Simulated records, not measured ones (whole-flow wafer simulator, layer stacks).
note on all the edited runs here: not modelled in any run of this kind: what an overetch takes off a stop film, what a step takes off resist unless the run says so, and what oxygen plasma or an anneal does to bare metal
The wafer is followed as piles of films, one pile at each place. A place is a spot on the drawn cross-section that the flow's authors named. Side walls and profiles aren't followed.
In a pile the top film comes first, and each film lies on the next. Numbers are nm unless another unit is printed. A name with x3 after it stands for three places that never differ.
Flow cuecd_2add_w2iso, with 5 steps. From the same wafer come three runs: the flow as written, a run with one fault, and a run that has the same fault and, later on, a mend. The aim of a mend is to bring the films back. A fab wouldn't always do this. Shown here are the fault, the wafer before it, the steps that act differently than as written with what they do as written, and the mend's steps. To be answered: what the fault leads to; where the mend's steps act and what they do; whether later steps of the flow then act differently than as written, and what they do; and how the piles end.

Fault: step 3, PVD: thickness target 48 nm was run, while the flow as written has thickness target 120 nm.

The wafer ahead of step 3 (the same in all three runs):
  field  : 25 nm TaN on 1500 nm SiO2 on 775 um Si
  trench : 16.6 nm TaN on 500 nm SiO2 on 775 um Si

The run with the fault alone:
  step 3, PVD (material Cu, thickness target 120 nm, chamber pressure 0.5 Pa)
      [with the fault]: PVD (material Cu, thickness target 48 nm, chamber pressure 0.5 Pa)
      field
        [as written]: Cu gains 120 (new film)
        [with the fault]: Cu gains 48 (new film)
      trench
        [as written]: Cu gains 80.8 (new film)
        [with the fault]: Cu gains 32.5 (new film)
  Later steps of the flow that are run all act as written at every place that is followed, up to a difference of at most 2% or 0.5 nm, whichever is larger.
  At field, trench, the piles at the end differ from the flow's by more than 2% or 0.5 nm, whichever is larger.
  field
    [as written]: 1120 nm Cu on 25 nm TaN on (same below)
    [with the fault]: 1048 nm Cu on 25 nm TaN on (same below)
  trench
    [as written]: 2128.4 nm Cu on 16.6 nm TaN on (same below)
    [with the fault]: 2056.4 nm Cu on 16.6 nm TaN on (same below)

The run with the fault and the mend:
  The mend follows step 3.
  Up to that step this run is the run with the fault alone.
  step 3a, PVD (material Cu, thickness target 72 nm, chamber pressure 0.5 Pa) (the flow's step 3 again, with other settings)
      field
        Cu gains 72
      trench
        Cu gains 47.9
  Later steps of the flow that are run all act as written at every place that is followed, up to a difference of at most 2% or 0.5 nm, whichever is larger.
  By the end, the piles equal the flow's at every place that both follow.
